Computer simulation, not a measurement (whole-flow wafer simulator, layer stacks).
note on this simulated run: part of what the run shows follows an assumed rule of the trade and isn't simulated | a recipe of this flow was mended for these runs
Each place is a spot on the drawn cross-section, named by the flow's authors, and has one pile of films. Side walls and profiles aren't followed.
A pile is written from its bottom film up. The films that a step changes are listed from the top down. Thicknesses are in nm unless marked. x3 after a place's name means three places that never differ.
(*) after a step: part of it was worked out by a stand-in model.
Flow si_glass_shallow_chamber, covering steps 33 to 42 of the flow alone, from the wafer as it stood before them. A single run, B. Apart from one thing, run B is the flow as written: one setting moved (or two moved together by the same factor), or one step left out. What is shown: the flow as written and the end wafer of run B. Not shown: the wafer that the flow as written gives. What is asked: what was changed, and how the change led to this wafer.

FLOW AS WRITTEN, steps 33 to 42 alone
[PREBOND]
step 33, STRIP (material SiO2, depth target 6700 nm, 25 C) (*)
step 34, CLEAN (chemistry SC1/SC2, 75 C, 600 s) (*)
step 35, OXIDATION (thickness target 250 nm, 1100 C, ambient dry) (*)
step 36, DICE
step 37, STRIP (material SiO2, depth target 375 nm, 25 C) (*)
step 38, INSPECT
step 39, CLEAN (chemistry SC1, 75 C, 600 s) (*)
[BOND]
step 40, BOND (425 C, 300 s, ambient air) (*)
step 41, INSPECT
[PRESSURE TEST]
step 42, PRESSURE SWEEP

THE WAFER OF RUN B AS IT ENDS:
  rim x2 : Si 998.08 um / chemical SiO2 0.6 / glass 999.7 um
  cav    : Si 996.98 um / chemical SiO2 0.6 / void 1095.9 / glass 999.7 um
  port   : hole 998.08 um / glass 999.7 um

Cause: step 35, OXIDATION: thickness target 214 nm was run, whereas the flow has thickness target 250 nm.

The path from the change to this, step by step:
  step 35, OXIDATION (thickness target 250 nm, 1100 C, ambient dry) (*)
      rim x2, cav, septum, ring: +214 SiO2 (new film), -0.6 chemical SiO2 (all of it), -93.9 Si (as written it would have been: +250 SiO2 (new film), -0.6 chemical SiO2 (all of it), -109.7 Si)
  step 37, STRIP (material SiO2, depth target 375 nm, 25 C) (*)
      rim x2, cav, septum, ring: -214 SiO2 (all of it) (as written it would have been: -250 SiO2 (all of it))
